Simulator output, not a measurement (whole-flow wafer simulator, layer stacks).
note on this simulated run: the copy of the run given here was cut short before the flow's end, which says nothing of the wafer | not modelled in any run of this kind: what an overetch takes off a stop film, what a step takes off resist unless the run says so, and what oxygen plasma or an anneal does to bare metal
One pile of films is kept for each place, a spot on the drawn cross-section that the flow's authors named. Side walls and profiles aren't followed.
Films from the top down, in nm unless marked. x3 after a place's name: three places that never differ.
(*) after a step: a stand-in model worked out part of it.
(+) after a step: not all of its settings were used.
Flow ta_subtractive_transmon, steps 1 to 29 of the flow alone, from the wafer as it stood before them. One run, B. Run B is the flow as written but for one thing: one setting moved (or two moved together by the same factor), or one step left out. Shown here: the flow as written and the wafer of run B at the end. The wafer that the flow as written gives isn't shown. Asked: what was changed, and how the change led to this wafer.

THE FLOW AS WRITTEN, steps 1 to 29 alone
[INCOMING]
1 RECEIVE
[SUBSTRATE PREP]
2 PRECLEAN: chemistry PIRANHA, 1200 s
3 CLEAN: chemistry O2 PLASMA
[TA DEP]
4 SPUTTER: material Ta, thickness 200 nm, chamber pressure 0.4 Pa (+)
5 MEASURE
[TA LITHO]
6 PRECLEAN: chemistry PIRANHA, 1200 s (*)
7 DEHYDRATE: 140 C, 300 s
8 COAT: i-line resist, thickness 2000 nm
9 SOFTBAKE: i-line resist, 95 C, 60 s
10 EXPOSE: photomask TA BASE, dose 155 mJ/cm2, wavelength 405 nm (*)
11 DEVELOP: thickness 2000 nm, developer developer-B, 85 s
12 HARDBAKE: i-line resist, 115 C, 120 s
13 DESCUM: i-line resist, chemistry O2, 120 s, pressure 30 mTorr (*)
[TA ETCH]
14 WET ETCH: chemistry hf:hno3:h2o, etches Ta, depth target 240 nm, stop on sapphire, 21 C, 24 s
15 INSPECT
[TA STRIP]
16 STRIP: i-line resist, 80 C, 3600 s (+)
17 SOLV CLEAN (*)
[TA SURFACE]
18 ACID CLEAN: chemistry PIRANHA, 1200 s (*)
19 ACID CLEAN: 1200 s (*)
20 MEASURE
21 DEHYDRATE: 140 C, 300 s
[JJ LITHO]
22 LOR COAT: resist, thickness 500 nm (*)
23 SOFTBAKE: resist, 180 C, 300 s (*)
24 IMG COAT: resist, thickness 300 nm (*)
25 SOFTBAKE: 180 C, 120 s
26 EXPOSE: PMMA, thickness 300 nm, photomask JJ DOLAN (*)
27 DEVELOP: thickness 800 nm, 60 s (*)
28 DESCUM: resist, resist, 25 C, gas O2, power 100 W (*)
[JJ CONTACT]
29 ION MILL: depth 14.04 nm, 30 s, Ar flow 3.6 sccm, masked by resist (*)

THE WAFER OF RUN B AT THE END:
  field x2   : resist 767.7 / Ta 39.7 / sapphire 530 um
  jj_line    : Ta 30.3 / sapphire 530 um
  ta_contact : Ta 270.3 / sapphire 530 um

The cause: step 4, SPUTTER: thickness 280 nm was run, where the flow has thickness 200 nm.

How the change led to this, step by step:
  4 SPUTTER: material Ta, thickness 200 nm, chamber pressure 0.4 Pa (+)
      field x2, jj_line, lead, ta_contact, ta_pad: Ta +280 (new film) (as written it would be: Ta +200 (new film))
  14 WET ETCH: chemistry hf:hno3:h2o, etches Ta, depth target 240 nm, stop on sapphire, 21 C, 24 s
      field x2, jj_line, lead: Ta -240 (as written it would be: Ta -200 (all of it))
  22 LOR COAT: resist, thickness 500 nm (*)
      ta_contact: resist +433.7 (new film) (as written it would be: resist +443.8 (new film))
  29 ION MILL: depth 14.04 nm, 30 s, Ar flow 3.6 sccm, masked by resist (*)
      jj_line, lead: Ta -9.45 (as written it would be: sapphire -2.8)
Counting metal films that touch as one body, field x2 has 1 body; the flow as written gives 0 bodies.
Counting metal films that touch as one body, jj_line has 1 body; the flow as written gives 0 bodies.
